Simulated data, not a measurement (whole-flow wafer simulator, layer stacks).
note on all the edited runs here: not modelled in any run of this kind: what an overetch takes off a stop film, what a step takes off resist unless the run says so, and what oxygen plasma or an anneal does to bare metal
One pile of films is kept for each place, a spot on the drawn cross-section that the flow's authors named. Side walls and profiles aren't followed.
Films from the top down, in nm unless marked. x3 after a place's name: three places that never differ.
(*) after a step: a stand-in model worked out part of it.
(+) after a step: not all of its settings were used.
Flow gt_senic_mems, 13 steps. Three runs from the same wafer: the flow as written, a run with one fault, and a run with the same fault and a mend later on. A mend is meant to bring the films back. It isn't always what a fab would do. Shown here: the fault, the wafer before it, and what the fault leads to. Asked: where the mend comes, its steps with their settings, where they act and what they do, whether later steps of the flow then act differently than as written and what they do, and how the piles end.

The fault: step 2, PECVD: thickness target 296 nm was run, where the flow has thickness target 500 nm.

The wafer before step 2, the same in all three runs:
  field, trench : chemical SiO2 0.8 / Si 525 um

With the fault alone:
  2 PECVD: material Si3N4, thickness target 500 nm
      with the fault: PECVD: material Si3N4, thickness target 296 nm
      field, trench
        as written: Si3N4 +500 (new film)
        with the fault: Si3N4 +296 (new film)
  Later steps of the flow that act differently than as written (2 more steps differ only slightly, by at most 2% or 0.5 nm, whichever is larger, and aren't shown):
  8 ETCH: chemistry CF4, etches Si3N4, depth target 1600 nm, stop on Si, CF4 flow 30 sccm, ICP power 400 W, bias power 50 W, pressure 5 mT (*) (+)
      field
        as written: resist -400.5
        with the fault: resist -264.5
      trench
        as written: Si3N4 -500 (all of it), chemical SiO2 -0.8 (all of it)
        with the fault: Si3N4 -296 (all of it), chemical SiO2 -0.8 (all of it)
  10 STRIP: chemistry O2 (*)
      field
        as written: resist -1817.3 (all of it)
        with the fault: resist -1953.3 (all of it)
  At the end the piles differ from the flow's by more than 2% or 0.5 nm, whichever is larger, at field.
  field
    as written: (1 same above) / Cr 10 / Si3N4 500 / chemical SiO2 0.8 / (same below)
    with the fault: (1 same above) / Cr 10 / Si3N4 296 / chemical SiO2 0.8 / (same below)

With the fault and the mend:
  The mend comes after step 7.
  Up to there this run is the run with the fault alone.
  7a STRIP: chemistry O2 (*)
      field
        resist -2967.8 (all of it)
  7b PECVD: material Si3N4, thickness target 204 nm (the flow's step 2 once more, with other settings)
      field, trench
        Si3N4 +204
  7c HMDS (the flow's step 3 once more)
      changes no film at any place that is followed
  7d COAT: resist, thickness 3000 nm (the flow's step 4 once more)
      field, trench
        resist +3000 (new film)
  7e SOFTBAKE: resist (the flow's step 5 once more)
      changes no film at any place that is followed
  7f EXPOSE: photomask DEVICE, dose 108.9 mJ/cm2, wavelength 405 nm (*) (the flow's step 6 once more)
      changes no film at any place that is followed
  7g DEVELOP: resist, thickness 3000 nm, developer developer-E, 60 s (the flow's step 7 once more)
      field
        resist -32.2
      trench
        resist -3000 (all of it)
  No later step of the flow acts differently than as written at any place that is followed.
  At the end the piles are the same as the flow's at every place that both follow.
